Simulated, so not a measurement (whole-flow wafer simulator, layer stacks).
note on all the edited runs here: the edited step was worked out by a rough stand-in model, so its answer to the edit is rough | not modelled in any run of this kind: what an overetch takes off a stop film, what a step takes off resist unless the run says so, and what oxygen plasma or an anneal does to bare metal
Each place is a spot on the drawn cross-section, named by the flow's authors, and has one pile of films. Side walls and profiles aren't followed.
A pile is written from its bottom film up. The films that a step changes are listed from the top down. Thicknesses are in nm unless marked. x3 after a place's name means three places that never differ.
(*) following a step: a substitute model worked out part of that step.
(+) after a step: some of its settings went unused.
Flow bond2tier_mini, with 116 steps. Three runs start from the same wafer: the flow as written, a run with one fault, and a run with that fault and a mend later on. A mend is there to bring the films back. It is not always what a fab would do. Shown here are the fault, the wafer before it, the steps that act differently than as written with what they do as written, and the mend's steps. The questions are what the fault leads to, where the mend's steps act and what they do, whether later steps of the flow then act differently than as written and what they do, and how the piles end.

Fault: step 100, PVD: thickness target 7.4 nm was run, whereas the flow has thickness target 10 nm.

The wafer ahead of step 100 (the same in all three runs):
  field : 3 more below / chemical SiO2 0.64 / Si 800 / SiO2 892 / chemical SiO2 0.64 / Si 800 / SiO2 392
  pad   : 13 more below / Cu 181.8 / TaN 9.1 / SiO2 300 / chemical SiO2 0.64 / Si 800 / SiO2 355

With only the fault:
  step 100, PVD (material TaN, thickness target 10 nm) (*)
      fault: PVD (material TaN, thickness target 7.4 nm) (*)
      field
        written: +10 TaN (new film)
        fault: +7.4 TaN (new film)
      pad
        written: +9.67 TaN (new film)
        fault: +7.15 TaN (new film)
  Later steps of the flow acting differently than as written (1 other step is not shown; it differs only slightly, by no more than 2% or 0.5 nm, whichever is larger):
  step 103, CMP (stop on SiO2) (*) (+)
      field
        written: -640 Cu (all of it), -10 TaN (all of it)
        fault: -640 Cu (all of it), -7.4 TaN (all of it)
  By the end, the piles at pad depart from the flow's by more than 2% or 0.5 nm, whichever is larger.
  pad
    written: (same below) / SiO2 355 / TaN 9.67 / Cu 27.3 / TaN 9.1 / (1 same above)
    fault: (same below) / SiO2 355 / TaN 7.15 / Cu 29.8 / TaN 9.1 / (1 same above)

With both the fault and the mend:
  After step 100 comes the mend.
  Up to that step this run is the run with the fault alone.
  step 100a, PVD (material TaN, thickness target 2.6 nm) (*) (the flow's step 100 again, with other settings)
      field
        +2.6 TaN
      pad
        +2.51 TaN
  None of the later steps of the flow acts differently than as written at any place that is followed.
  At every place that both follow, the piles at the end match the flow's.
